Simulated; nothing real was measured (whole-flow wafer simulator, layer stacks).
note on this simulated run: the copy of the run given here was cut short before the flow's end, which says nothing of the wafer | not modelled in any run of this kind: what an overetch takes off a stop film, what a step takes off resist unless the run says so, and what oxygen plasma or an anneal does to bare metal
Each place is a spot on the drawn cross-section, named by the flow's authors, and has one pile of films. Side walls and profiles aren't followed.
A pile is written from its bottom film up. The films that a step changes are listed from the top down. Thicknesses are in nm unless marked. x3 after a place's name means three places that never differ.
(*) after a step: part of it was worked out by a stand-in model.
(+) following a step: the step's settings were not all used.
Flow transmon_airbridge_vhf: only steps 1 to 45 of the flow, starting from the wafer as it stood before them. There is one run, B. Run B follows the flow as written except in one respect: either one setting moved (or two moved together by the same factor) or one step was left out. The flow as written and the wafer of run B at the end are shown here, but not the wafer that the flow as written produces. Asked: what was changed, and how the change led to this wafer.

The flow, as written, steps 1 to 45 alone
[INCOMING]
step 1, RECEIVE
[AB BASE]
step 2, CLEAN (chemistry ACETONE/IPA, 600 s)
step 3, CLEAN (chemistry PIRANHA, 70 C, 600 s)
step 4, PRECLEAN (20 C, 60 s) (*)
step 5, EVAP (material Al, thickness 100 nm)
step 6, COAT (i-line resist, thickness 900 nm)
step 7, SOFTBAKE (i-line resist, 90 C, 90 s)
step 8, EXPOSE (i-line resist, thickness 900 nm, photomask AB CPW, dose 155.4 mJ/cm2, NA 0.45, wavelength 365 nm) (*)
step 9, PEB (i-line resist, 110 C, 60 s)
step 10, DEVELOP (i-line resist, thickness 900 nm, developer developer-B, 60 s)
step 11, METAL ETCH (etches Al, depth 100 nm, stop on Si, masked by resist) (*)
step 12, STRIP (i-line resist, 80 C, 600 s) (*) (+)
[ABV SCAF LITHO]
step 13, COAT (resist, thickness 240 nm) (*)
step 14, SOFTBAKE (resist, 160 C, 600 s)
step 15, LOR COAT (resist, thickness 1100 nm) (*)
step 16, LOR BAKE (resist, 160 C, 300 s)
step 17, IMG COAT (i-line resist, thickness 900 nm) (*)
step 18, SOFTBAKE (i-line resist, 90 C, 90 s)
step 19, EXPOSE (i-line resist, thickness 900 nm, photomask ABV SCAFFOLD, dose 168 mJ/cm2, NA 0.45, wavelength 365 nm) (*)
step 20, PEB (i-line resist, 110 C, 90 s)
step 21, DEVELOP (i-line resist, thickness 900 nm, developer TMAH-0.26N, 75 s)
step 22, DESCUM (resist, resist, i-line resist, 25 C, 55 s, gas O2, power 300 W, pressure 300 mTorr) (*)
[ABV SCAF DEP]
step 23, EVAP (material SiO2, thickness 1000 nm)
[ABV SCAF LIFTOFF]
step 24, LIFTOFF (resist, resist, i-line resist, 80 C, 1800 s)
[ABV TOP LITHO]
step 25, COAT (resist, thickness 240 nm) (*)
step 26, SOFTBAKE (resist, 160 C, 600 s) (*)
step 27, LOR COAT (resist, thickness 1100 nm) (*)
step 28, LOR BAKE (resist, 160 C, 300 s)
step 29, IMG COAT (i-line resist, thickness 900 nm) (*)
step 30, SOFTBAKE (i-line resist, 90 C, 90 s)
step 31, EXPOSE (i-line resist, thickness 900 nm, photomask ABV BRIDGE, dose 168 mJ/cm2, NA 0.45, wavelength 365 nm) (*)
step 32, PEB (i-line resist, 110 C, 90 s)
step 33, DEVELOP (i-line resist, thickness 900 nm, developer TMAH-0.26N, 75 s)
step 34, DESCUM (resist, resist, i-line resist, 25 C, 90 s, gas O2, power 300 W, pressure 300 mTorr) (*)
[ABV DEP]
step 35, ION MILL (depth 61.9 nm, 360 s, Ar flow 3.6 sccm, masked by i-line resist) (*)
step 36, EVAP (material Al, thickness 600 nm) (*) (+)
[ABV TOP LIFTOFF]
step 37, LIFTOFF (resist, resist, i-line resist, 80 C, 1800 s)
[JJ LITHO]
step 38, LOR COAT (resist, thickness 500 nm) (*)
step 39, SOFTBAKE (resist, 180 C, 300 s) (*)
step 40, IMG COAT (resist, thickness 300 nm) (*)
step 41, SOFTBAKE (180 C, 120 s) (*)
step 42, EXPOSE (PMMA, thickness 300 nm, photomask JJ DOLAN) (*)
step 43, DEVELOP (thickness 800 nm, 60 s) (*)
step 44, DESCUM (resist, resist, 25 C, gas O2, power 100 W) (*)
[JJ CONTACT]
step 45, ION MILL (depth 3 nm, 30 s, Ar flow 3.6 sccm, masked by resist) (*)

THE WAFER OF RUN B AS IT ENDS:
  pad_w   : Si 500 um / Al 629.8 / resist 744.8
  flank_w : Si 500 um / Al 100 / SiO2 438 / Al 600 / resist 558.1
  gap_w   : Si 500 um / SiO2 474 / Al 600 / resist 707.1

The reason: step 23, EVAP: thickness 510 nm was run, while the flow as written has thickness 1000 nm.

The path from the change to this, step by step:
  step 23, EVAP (material SiO2, thickness 1000 nm)
      field x3, jj_line, ground_far and 10 more: +510 SiO2 (new film) (as written it would have been: +1000 SiO2 (new film))
      flank_w, flank_e: +474 SiO2 (new film) (as written it would have been: +929.3 SiO2 (new film))
  step 24, LIFTOFF (resist, resist, i-line resist, 80 C, 1800 s)
      field x3, jj_line, trace_open_s x2: -510 SiO2 (all of it), -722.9 i-line resist (all of it), -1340 resist (all of it) (as written it would have been: -1000 SiO2 (all of it), -722.9 i-line resist (all of it), -1340 resist (all of it))
      pad_w, pad_e: -510 SiO2 (all of it), -718 i-line resist (all of it), -1330.2 resist (all of it) (as written it would have been: -1000 SiO2 (all of it), -718 i-line resist (all of it), -1330.2 resist (all of it))
      (also at 1 further place)
  step 25, COAT (resist, thickness 240 nm) (*)
      flank_w, flank_e: +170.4 resist (new film) (as written it would have been: +152.6 resist (new film))
      gap_w, gap_e: +231.4 resist (new film) (as written it would have been: +210.7 resist (new film))
      (also at 6 further places)
  step 27, LOR COAT (resist, thickness 1100 nm) (*)
      gap_w, gap_e: +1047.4 resist (as written it would have been: +977.8 resist)
      margin_s, margin_n: +948.9 resist (as written it would have been: +823.4 resist)
      (also at 6 further places)
  step 29, IMG COAT (i-line resist, thickness 900 nm) (*)
      gap_w, gap_e: +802 i-line resist (new film) (as written it would have been: +681.7 i-line resist (new film))
      margin_s, margin_n: +756.7 i-line resist (new film) (as written it would have been: +603.2 i-line resist (new film))
      (also at 7 further places)
  step 32, PEB (i-line resist, 110 C, 90 s)
      pad_w, pad_e: -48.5 i-line resist (as written it would have been: -51 i-line resist)
      flank_w, flank_e: -43.1 i-line resist (as written it would have been: -38.3 i-line resist)
      (also at 7 further places)
  step 33, DEVELOP (i-line resist, thickness 900 nm, developer TMAH-0.26N, 75 s)
      gap_w, gap_e: -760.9 i-line resist (all of it), -1047.4 resist (as written it would have been: -646.9 i-line resist (all of it), -977.8 resist)
      pad_w: -894.4 i-line resist (all of it), -1170.6 resist (as written it would have been: -937.2 i-line resist (all of it), -1247.8 resist)
      (also at 5 further places)
  step 34, DESCUM (resist, resist, i-line resist, 25 C, 90 s, gas O2, power 300 W, pressure 300 mTorr) (*)
      flank_w, flank_e: -170.4 resist (all of it) (as written it would have been: -152.6 resist (all of it))
      gap_w, gap_e: -231.4 resist (all of it) (as written it would have been: -210.7 resist (all of it))
      (also at 4 further places)
  step 37, LIFTOFF (resist, resist, i-line resist, 80 C, 1800 s)
      margin_s, margin_n: -600 Al (all of it), -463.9 i-line resist (all of it), -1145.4 resist (all of it) (as written it would have been: -600 Al (all of it), -318.3 i-line resist (all of it), -992 resist (all of it))
      ground_far: -600 Al (all of it), -656.8 i-line resist (all of it), -1366.2 resist (all of it) (as written it would have been: -600 Al (all of it), -717.9 i-line resist (all of it), -1384.9 resist (all of it))
  step 38, LOR COAT (resist, thickness 500 nm) (*)
      pad_w, pad_e: +489.3 resist (new film) (as written it would have been: +517 resist (new film))
      flank_w, flank_e: +364.6 resist (new film) (as written it would have been: +306.5 resist (new film))
      (also at 6 further places)
  step 40, IMG COAT (resist, thickness 300 nm) (*)
      pad_w, pad_e: +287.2 resist (as written it would have been: +300.1 resist)
      flank_w, flank_e: +225.2 resist (as written it would have been: +212.1 resist)
      (also at 6 further places)
